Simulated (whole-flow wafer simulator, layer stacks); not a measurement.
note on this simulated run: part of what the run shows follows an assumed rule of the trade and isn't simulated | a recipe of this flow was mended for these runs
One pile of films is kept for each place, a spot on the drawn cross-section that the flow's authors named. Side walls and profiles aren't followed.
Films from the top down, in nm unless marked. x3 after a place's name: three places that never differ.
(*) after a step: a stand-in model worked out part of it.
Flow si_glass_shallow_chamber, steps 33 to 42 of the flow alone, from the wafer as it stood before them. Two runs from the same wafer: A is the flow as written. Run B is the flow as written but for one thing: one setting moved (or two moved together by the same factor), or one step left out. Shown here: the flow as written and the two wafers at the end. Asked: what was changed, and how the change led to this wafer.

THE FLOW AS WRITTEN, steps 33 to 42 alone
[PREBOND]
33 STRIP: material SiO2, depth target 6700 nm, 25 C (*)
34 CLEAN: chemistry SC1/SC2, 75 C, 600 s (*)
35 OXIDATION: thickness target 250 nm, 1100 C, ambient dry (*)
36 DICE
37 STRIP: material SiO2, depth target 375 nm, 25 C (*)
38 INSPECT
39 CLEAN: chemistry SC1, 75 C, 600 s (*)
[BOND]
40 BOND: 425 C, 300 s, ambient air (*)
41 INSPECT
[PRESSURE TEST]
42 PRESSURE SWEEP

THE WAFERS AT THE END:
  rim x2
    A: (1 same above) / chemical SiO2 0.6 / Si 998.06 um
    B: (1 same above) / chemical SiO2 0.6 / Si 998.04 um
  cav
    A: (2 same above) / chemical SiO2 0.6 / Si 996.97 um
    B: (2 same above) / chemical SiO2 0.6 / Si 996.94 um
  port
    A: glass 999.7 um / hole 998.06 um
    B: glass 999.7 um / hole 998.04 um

The cause: step 35, OXIDATION: thickness target 304 nm was run, where the flow has thickness target 250 nm.

How the change led to this, step by step:
  35 OXIDATION: thickness target 250 nm, 1100 C, ambient dry (*)
      rim x2, cav, septum, ring: A SiO2 +250 (new film), chemical SiO2 -0.6 (all of it), Si -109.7 | B SiO2 +304 (new film), chemical SiO2 -0.6 (all of it), Si -133.5
  37 STRIP: material SiO2, depth target 375 nm, 25 C (*)
      rim x2, cav, septum, ring: A SiO2 -250 (all of it) | B SiO2 -304 (all of it)
  40 BOND: 425 C, 300 s, ambient air (*)
      port: A glass +999.7 um (new film), hole +1017.3 | B glass +999.7 um (new film), hole +993.5
